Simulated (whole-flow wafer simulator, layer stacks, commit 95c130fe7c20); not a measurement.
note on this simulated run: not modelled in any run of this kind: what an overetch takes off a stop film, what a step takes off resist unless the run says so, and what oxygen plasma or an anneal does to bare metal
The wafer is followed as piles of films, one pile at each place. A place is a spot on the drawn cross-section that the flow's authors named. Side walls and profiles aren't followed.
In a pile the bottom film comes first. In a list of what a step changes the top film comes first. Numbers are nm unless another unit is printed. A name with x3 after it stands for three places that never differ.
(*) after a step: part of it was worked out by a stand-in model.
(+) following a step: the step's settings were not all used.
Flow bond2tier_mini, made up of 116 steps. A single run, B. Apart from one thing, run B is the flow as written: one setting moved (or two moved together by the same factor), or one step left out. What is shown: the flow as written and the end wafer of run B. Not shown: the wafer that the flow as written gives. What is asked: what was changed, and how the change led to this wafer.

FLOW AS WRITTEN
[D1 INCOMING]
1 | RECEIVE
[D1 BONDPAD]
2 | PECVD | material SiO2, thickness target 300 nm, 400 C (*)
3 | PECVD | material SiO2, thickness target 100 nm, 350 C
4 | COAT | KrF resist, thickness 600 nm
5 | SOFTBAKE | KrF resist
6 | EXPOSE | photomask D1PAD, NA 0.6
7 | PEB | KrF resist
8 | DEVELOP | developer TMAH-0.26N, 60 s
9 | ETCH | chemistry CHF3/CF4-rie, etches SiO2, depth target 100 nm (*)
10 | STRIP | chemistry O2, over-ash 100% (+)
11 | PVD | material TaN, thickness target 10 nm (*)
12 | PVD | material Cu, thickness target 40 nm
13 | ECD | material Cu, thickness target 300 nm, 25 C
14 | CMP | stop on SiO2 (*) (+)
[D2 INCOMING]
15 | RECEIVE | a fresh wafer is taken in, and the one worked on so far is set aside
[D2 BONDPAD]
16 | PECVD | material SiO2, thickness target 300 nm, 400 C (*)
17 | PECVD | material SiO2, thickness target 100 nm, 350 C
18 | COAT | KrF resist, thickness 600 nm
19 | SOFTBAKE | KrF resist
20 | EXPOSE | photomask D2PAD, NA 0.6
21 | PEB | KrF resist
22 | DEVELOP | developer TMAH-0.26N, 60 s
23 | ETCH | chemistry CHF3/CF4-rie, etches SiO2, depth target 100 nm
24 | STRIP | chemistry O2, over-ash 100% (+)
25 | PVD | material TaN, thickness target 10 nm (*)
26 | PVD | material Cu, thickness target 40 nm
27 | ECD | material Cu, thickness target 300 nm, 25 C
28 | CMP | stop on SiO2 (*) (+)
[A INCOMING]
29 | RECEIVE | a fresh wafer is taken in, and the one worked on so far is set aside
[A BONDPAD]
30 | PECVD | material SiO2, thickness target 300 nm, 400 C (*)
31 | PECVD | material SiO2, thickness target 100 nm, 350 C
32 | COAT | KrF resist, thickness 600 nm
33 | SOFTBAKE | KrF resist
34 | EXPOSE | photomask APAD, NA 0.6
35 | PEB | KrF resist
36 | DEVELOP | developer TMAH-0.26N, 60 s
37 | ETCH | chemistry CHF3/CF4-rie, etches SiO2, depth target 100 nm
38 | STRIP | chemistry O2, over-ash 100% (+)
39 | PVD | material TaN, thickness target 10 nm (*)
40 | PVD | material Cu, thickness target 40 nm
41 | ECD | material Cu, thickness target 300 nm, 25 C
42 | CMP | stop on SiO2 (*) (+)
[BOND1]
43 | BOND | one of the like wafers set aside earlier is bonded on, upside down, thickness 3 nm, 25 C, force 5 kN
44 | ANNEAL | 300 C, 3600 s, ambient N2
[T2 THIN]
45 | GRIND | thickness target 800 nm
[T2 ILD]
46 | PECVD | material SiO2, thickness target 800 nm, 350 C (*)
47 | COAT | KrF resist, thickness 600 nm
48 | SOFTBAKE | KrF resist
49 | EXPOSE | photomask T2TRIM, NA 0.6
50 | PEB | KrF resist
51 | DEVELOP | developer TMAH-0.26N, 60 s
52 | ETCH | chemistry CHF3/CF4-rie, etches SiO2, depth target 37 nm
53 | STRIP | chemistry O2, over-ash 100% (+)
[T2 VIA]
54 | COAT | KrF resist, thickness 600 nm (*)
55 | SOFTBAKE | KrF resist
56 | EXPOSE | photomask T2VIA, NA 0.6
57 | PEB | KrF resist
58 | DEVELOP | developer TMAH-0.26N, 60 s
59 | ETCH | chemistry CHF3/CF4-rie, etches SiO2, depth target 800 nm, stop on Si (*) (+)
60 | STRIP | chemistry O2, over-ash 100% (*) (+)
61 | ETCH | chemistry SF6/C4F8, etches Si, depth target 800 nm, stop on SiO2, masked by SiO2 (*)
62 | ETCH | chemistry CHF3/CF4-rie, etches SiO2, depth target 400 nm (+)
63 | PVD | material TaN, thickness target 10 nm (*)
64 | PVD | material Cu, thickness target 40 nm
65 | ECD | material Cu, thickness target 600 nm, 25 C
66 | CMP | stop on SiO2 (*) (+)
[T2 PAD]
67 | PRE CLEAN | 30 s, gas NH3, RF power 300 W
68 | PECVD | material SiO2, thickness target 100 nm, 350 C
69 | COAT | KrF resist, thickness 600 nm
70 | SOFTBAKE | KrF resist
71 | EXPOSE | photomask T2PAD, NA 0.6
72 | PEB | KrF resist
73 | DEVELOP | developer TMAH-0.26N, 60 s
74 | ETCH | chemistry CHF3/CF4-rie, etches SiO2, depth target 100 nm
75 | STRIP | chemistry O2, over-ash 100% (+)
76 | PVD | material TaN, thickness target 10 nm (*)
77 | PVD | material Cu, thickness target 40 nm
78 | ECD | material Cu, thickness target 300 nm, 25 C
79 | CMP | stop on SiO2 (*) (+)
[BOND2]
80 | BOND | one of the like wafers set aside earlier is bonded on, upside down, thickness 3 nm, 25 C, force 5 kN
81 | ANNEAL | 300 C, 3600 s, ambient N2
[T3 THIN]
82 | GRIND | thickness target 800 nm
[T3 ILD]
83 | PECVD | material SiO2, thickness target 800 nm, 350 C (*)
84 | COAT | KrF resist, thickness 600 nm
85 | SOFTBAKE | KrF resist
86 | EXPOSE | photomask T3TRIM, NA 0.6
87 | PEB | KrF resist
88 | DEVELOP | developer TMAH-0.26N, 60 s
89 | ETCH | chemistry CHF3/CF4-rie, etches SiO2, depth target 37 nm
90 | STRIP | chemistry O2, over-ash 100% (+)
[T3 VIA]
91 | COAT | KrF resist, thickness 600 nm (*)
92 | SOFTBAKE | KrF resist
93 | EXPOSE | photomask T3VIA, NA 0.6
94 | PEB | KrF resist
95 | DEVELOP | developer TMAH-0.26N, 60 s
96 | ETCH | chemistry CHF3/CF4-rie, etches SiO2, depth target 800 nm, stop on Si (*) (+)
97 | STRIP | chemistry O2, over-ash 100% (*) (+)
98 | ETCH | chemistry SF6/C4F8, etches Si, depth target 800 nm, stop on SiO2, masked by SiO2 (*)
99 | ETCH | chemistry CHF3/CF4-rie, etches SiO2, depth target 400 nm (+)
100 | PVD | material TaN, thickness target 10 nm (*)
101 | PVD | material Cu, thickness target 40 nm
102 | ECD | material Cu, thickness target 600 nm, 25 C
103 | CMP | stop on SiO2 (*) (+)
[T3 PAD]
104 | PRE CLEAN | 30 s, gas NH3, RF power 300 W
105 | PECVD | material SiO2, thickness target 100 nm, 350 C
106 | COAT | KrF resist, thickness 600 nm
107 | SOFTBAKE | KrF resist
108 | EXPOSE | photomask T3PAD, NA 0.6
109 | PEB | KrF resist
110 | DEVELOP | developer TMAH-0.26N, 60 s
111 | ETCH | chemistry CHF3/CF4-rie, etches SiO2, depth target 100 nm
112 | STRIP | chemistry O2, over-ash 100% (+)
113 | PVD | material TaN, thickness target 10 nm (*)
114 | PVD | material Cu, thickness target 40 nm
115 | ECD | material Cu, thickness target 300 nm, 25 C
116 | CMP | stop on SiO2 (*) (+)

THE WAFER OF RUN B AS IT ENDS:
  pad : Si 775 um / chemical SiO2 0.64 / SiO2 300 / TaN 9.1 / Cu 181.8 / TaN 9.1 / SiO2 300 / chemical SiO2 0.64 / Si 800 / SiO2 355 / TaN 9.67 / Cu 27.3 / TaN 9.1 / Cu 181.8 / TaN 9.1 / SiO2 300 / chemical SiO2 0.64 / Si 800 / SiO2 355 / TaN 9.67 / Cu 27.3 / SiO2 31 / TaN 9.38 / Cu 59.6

The reason: step 111, ETCH: depth target 69 nm was run, while the flow as written has depth target 100 nm.

How this came from the change, step by step:
  111 | ETCH | chemistry CHF3/CF4-rie, etches SiO2, depth target 100 nm
      pad: SiO2 loses 69 (it would be, as written: SiO2 loses 100 (all of it))
      field: KrF resist loses 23 (it would be, as written: KrF resist loses 33.3)
  114 | PVD | material Cu, thickness target 40 nm
      pad: Cu gains 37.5 (new film) (it would be, as written: Cu gains 36.4 (new film))
  115 | ECD | material Cu, thickness target 300 nm, 25 C
      pad: Cu gains 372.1 (it would be, as written: Cu gains 404.5)
With metal films that touch counted as one body, pad has 4 bodies (between them, from the top down: SiO2 31; SiO2 355 / Si 800 / chemical SiO2 0.64 / SiO2 300; SiO2 355 / Si 800 / chemical SiO2 0.64 / SiO2 300); the flow as written gives 3 bodies (between them, from the top down: SiO2 355 / Si 800 / chemical SiO2 0.64 / SiO2 300; SiO2 355 / Si 800 / chemical SiO2 0.64 / SiO2 300).
